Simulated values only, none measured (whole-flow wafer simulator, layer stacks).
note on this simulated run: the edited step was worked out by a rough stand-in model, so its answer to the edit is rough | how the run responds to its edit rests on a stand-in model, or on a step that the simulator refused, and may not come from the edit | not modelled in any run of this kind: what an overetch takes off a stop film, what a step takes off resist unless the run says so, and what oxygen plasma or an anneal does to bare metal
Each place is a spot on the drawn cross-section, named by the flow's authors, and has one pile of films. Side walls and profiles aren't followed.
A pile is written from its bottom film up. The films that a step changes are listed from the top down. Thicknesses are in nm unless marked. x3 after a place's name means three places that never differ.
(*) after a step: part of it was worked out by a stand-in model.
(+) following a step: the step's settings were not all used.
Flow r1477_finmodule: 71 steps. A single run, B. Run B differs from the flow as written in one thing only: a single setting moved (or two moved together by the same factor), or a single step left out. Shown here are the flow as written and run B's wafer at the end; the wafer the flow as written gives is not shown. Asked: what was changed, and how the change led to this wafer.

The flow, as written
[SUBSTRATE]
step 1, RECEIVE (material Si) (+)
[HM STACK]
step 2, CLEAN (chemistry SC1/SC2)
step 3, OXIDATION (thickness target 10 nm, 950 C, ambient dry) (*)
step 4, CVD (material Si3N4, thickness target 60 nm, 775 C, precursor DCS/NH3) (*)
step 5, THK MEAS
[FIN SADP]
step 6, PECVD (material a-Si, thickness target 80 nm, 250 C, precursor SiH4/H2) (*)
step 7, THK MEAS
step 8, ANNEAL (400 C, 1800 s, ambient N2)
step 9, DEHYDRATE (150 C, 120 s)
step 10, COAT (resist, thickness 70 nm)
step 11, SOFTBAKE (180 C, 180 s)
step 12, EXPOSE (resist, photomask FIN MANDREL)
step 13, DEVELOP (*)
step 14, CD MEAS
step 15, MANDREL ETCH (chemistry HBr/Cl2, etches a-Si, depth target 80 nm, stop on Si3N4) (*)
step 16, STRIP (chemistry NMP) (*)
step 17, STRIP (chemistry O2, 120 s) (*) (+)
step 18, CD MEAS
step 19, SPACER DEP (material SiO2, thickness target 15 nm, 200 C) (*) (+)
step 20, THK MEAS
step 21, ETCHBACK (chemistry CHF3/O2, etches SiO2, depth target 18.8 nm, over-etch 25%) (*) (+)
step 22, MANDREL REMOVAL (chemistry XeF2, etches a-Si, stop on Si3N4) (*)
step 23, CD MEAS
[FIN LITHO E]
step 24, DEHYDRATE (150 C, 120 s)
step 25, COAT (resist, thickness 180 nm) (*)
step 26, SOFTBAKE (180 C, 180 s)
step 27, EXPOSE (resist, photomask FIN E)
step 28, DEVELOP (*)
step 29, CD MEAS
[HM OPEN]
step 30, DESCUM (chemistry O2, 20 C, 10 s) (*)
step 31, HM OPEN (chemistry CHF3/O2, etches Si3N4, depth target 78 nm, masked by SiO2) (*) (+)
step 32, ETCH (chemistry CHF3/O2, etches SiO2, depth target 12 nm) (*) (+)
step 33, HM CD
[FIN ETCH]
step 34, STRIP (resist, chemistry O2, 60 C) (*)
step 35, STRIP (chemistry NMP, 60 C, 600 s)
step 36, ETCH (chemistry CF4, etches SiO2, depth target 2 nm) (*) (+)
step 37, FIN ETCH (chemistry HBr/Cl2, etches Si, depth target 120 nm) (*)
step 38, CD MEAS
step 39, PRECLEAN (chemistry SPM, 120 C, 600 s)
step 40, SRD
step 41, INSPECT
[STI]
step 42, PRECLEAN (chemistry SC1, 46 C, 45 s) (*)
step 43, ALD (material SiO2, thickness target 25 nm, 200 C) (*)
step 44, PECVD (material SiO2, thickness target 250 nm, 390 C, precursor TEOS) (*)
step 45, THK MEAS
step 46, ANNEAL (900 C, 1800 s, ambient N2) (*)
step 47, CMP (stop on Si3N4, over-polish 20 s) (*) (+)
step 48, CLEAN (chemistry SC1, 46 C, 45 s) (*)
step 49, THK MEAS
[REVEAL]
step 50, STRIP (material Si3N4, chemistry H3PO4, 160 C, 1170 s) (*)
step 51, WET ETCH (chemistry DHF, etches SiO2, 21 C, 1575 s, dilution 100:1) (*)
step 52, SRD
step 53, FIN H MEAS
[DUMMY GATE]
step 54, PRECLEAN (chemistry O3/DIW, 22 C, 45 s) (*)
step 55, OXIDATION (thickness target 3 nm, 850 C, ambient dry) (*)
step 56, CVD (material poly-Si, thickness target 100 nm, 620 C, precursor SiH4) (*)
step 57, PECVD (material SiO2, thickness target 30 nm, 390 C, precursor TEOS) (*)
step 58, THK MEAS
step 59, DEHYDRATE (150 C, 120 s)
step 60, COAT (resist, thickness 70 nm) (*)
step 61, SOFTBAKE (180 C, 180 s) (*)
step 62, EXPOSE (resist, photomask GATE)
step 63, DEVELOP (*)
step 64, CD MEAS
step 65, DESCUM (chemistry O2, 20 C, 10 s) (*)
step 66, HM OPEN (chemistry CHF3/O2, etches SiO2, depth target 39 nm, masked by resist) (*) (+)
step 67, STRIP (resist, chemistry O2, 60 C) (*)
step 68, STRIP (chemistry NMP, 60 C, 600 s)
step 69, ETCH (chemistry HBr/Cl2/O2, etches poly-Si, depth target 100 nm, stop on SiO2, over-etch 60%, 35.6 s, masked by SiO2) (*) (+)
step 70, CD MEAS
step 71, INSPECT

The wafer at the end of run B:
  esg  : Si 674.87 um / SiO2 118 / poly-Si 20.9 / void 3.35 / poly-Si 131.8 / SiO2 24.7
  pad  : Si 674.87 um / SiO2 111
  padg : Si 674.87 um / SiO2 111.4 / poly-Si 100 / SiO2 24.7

Cause: step 3, OXIDATION: 1021 C was run, though the flow has 950 C.

The path from the change to this, step by step:
  step 3, OXIDATION (thickness target 10 nm, 950 C, ambient dry) (*)
      pad, padg, elg and 33 more: SiO2 gains 20 (new film), chemical SiO2 loses 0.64 (all of it), Si loses 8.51 (in the flow as written it would be: SiO2 gains 10 (new film), chemical SiO2 loses 0.64 (all of it), Si loses 4.12)
  step 31, HM OPEN (chemistry CHF3/O2, etches Si3N4, depth target 78 nm, masked by SiO2) (*) (+)
      pad, padg, esg and 13 more: Si3N4 loses 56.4 (all of it), SiO2 loses 10.8 (in the flow as written it would be: Si3N4 loses 56.4 (all of it), SiO2 loses 10 (all of it))
  step 32, ETCH (chemistry CHF3/O2, etches SiO2, depth target 12 nm) (*) (+)
      pad, padg, e40sg and 11 more: SiO2 loses 9.18 (all of it), Si loses 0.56 (in the flow as written it would be: Si loses 2.4)
      esg, eso: SiO2 loses 9.18 (all of it), Si loses 0.56 (in the flow as written it would be: Si loses 1.77)
      (and at 6 other places as well)
  step 43, ALD (material SiO2, thickness target 25 nm, 200 C) (*)
      s40cg, s45cg, s50cg, s40co, s45co, s50co: SiO2 gains 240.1 (new film) (in the flow as written it would be: SiO2 gains 232.1 (new film))
      esg: SiO2 gains 203 (new film) (in the flow as written it would be: SiO2 gains 194.3 (new film))
  step 47, CMP (stop on Si3N4, over-polish 20 s) (*) (+)
      pad, padg, e40sg and 11 more: SiO2 loses 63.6 (in the flow as written it would be: SiO2 loses 71.8)
      eso: SiO2 loses 63.6 (in the flow as written it would be: SiO2 loses 72.4)
  step 51, WET ETCH (chemistry DHF, etches SiO2, 21 C, 1575 s, dilution 100:1) (*)
      s40sg_line, s45sg_line, s50sg_line, s40so_line, s45so_line, s50so_line: SiO2 loses 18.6 (all of it) (in the flow as written it would be: SiO2 loses 8.63 (all of it))
  step 56, CVD (material poly-Si, thickness target 100 nm, 620 C, precursor SiH4) (*)
      esg: poly-Si gains 131.8 (new film), void gains 3.35 (new film), poly-Si gains 20.9 (new film) (in the flow as written it would be: poly-Si gains 156 (new film))
      s40cg, s40co: poly-Si gains 103.9 (new film) (in the flow as written it would be: poly-Si gains 113.9 (new film))
      (and at 4 other places as well)
  step 60, COAT (resist, thickness 70 nm) (*)
      s40sg, s40so: resist gains 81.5 (new film) (in the flow as written it would be: resist gains 91 (new film))
      s45sg, s45so: resist gains 81.4 (new film) (in the flow as written it would be: resist gains 91 (new film))
      (and at 2 other places as well)
  step 63, DEVELOP (*)
      s40so: resist loses 81.5 (all of it) (in the flow as written it would be: resist loses 91 (all of it))
      s45so: resist loses 81.4 (all of it) (in the flow as written it would be: resist loses 91 (all of it))
      (and at 1 other place as well)
  step 67, STRIP (resist, chemistry O2, 60 C) (*)
      s40sg: resist loses 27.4 (all of it) (in the flow as written it would be: resist loses 36.9 (all of it))
      s45sg: resist loses 27.3 (all of it) (in the flow as written it would be: resist loses 36.9 (all of it))
      (and at 1 other place as well)
  step 69, ETCH (chemistry HBr/Cl2/O2, etches poly-Si, depth target 100 nm, stop on SiO2, over-etch 60%, 35.6 s, masked by SiO2) (*) (+)
      s40co: chemical SiO2 loses 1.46 (all of it), poly-Si loses 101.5 (all of it), SiO2 loses 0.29 (in the flow as written it would be: chemical SiO2 loses 1.46 (all of it), poly-Si loses 111.5 (all of it), SiO2 loses 0.24)
      s45co: chemical SiO2 loses 1.46 (all of it), poly-Si loses 101 (all of it), SiO2 loses 0.3 (in the flow as written it would be: chemical SiO2 loses 1.46 (all of it), poly-Si loses 110.9 (all of it), SiO2 loses 0.25)
      (and at 1 other place as well)
